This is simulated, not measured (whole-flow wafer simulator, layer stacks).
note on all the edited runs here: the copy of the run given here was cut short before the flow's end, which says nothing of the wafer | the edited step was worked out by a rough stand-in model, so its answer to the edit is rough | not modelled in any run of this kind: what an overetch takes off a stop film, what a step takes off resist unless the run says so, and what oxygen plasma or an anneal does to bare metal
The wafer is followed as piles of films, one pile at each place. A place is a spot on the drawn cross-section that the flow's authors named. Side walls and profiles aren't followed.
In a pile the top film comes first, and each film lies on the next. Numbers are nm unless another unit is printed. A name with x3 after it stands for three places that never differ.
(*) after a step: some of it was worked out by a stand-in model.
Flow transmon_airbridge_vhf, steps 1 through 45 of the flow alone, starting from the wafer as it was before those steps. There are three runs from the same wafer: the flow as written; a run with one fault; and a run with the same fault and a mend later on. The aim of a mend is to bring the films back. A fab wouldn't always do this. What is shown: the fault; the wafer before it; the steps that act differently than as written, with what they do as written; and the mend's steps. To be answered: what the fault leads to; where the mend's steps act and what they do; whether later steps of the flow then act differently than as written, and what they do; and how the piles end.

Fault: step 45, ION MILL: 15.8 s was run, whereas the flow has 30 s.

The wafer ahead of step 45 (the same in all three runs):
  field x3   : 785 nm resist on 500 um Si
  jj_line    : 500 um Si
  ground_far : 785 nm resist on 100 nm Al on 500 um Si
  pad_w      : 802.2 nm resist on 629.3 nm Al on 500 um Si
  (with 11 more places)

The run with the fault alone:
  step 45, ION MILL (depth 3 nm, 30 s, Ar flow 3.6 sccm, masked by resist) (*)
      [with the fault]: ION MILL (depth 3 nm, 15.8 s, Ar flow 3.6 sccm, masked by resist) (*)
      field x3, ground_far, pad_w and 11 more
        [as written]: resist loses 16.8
        [with the fault]: resist loses 8.84
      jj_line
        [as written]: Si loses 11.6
        [with the fault]: Si loses 6.13
  Later steps of the flow that are run all act as written at every place that is followed.
  The piles end only slightly different from the flow's at the places that both follow, by no more than 2% or 0.5 nm, whichever is larger.

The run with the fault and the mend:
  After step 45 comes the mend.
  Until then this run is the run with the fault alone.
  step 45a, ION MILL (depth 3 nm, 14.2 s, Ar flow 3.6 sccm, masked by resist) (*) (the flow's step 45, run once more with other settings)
      field x3, ground_far, pad_w and 11 more
        resist loses 7.95
      jj_line
        Si loses 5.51
  Later steps of the flow that are run all act as written at every place that is followed.
  At every place that both follow, the piles at the end match the flow's.
